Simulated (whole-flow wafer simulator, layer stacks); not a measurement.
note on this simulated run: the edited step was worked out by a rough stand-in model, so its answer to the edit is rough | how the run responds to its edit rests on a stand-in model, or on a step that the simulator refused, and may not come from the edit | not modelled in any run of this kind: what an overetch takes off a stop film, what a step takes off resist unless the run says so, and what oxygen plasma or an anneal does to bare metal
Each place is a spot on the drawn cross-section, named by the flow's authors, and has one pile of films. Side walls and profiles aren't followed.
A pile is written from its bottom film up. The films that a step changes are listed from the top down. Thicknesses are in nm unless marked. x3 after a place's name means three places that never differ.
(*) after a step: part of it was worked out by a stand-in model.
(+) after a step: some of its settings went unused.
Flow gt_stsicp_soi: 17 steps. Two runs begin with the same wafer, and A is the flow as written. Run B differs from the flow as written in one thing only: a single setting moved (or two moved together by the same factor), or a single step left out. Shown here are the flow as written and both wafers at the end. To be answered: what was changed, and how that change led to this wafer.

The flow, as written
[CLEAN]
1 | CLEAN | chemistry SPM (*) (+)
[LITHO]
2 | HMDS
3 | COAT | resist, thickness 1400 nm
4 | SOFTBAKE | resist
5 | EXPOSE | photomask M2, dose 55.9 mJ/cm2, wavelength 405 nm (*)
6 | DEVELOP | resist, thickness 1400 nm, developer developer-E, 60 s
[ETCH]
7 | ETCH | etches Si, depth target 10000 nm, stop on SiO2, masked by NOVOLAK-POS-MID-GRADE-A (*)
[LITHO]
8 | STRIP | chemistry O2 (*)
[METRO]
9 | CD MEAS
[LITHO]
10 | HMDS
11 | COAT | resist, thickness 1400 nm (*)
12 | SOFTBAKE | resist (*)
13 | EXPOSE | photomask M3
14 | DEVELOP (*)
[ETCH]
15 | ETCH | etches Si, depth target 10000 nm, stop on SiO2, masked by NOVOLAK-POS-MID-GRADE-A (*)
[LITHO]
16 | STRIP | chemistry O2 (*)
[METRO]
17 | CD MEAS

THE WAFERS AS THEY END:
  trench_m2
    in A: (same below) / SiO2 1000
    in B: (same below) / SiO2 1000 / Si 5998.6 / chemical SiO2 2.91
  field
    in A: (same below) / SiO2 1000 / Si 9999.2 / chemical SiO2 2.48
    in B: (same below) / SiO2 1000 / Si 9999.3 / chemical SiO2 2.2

The reason: step 7, ETCH: depth target 4000 nm was run, whereas the flow has depth target 10000 nm.

The path from the change to this, step by step:
  7 | ETCH | etches Si, depth target 10000 nm, stop on SiO2, masked by NOVOLAK-POS-MID-GRADE-A (*)
      trench_m2: A -0.8 chemical SiO2 (all of it), -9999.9 Si (all of it) | B -0.8 chemical SiO2 (all of it), -4000 Si
      field, trench_m3: A -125 resist | B -50 resist
  8 | STRIP | chemistry O2 (*)
      trench_m2: A nothing | B +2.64 chemical SiO2 (new film), -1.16 Si
      field, trench_m3: A -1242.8 resist (all of it), +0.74 chemical SiO2, -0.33 Si | B -1317.8 resist (all of it), +0.75 chemical SiO2, -0.33 Si
  11 | COAT | resist, thickness 1400 nm (*)
      field: A +1332.8 resist (new film) | B +1372.9 resist (new film)
      trench_m2: A +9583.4 resist (new film) | B +4739.8 resist (new film)
      (and at 1 other place as well)
  12 | SOFTBAKE | resist (*)
      trench_m2: A nothing | B +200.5 resist
      trench_m3: A nothing | B +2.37 resist
  14 | DEVELOP (*)
      trench_m3: A -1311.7 resist (all of it) | B -1366.8 resist (all of it)
  16 | STRIP | chemistry O2 (*)
      trench_m2: A -9458.4 resist (all of it) | B -4815.3 resist (all of it), +0.27 chemical SiO2, -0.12 Si
      field: A -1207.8 resist (all of it), +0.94 chemical SiO2, -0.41 Si | B -1248.2 resist (all of it), +0.65 chemical SiO2, -0.28 Si
